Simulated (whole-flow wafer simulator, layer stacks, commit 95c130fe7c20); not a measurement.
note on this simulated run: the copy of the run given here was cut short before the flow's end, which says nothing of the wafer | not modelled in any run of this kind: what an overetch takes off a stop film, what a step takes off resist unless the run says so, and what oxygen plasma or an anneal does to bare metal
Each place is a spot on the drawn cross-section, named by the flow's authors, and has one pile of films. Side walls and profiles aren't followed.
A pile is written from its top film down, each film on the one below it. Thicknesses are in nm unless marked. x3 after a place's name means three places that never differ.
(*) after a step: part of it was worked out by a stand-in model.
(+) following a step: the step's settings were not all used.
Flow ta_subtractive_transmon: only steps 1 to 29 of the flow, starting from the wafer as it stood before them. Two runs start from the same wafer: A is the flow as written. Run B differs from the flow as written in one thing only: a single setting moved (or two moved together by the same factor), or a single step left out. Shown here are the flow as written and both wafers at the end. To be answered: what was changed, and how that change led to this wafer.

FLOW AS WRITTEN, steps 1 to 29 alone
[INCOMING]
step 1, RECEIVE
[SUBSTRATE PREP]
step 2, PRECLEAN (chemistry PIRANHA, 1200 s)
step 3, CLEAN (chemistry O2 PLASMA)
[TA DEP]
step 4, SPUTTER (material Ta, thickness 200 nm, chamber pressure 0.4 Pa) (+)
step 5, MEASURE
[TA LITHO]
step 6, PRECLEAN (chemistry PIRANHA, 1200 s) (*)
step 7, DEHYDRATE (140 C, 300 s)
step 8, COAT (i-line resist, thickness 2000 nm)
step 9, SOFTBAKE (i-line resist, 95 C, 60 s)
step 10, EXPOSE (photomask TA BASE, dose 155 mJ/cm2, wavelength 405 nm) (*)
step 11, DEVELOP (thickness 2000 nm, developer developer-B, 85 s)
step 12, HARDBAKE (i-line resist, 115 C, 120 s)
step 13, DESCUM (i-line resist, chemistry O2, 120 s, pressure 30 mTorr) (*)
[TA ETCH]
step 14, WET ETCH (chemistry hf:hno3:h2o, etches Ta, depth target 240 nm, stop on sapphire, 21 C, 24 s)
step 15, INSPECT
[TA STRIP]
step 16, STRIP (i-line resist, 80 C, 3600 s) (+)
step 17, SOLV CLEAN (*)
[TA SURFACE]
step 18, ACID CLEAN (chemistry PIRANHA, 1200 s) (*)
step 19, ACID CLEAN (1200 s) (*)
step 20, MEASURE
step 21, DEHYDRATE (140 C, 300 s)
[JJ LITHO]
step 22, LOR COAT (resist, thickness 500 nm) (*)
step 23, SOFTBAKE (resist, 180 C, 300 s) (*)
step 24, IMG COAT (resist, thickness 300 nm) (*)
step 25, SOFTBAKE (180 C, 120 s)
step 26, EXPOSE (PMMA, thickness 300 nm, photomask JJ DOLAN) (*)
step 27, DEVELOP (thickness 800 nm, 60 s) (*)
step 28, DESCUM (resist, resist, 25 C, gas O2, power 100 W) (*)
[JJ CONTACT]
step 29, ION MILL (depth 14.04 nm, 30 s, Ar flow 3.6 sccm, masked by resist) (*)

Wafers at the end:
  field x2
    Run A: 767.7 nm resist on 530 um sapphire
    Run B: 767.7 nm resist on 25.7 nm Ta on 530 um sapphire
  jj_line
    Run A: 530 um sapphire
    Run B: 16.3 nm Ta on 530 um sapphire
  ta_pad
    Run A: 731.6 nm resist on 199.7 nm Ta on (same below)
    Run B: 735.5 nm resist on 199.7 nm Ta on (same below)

What caused this: step 14, WET ETCH: 17.4 s was run, though the flow has 24 s.

How this came from the change, step by step:
  step 14, WET ETCH (chemistry hf:hno3:h2o, etches Ta, depth target 240 nm, stop on sapphire, 21 C, 24 s)
      field x2, jj_line, lead: A -200 Ta (all of it) | B -174 Ta
  step 29, ION MILL (depth 14.04 nm, 30 s, Ar flow 3.6 sccm, masked by resist) (*)
      jj_line, lead: A -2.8 sapphire | B -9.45 Ta
Taking metal films that touch as one body, field x2 has 1 body; the flow as written gives 0 bodies.
Taking metal films that touch as one body, jj_line has 1 body; the flow as written gives 0 bodies.
